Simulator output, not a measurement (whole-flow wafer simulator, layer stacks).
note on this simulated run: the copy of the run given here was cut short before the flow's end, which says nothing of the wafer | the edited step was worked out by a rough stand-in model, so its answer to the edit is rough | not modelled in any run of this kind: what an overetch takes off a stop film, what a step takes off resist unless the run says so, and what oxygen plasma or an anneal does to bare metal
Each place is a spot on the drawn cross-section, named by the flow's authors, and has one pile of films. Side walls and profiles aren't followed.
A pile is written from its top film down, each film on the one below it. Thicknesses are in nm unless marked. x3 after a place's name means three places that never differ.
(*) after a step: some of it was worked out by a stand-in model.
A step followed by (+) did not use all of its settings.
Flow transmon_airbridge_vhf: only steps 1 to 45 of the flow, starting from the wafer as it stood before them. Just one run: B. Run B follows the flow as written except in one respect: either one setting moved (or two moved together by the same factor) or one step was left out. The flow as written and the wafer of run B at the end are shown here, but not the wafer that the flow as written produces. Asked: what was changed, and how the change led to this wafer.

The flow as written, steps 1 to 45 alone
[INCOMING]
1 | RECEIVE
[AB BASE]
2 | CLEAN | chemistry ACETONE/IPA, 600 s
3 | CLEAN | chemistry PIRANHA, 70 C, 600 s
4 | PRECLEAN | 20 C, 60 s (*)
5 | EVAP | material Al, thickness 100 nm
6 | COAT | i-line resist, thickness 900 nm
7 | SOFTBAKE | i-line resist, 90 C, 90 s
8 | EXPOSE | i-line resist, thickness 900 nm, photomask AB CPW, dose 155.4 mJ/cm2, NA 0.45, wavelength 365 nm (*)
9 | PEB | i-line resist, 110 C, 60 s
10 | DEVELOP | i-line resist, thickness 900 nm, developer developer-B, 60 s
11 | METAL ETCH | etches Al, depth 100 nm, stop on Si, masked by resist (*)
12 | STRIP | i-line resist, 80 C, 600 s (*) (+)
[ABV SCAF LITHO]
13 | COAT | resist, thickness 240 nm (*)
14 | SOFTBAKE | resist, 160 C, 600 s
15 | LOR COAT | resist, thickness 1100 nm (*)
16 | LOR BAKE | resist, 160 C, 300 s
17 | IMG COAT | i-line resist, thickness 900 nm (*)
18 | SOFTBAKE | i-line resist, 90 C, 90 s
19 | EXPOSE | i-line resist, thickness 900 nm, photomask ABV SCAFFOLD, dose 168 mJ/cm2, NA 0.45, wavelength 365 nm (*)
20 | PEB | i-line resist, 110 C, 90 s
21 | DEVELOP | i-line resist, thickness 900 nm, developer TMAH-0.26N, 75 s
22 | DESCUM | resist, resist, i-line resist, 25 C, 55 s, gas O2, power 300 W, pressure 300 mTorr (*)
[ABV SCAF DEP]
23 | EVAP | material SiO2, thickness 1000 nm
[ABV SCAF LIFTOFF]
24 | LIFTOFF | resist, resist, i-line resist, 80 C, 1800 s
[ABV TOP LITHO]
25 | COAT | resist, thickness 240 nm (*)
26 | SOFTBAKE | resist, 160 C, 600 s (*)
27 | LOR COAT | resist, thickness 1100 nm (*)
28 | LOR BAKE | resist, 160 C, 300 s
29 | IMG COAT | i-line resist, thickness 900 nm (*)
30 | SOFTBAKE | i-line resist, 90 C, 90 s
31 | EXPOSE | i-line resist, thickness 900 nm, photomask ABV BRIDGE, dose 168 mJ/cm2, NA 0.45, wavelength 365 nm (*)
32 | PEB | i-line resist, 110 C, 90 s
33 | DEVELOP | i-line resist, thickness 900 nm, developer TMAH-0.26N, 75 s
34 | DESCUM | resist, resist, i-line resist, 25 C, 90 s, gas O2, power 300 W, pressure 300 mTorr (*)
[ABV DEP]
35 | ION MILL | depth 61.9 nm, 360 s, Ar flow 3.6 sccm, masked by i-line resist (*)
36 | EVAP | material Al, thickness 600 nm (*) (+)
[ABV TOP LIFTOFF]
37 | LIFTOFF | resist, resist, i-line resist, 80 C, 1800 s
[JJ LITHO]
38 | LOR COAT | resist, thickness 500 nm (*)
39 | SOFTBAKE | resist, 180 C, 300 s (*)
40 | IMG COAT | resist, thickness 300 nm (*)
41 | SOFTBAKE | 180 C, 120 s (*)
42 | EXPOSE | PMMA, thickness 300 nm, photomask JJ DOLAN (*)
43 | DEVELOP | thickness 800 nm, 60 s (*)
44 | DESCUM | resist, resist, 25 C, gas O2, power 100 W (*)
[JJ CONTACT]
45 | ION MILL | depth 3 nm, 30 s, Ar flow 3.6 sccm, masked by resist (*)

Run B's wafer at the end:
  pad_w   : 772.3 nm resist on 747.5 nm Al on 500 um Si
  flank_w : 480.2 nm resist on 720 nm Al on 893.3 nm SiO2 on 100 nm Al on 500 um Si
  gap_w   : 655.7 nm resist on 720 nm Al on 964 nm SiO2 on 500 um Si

Cause: step 36, EVAP: thickness 720 nm was run, though the flow has thickness 600 nm.
One can read it off the wafer: flank_w has Al 720, and step 36 as written asks for 600 nm.

Step by step, how the change led to this:
  36 | EVAP | material Al, thickness 600 nm (*) (+)
      field x3, jj_line, ground_far and 10 more: Al gains 720 (new film) (it would be, as written: Al gains 600 (new film))
      pad_w, pad_e: Al gains 709.5 (it would be, as written: Al gains 591.2)
  37 | LIFTOFF | resist, resist, i-line resist, 80 C, 1800 s
      field x3, jj_line, trace_open_s x2: Al loses 720 (all of it), i-line resist loses 600 (all of it), resist loses 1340 (all of it) (it would be, as written: Al loses 600 (all of it), i-line resist loses 600 (all of it), resist loses 1340 (all of it))
      margin_s, margin_n: Al loses 720 (all of it), i-line resist loses 318.3 (all of it), resist loses 992 (all of it) (it would be, as written: Al loses 600 (all of it), i-line resist loses 318.3 (all of it), resist loses 992 (all of it))
      (and at 1 other place as well)
  38 | LOR COAT | resist, thickness 500 nm (*)
      margin_s, margin_n: resist gains 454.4 (new film) (it would be, as written: resist gains 445.3 (new film))
      bridge_strip: resist gains 345.3 (new film) (it would be, as written: resist gains 356.4 (new film))
  40 | IMG COAT | resist, thickness 300 nm (*)
      bridge_strip: resist gains 190 (it would be, as written: resist gains 197.1)
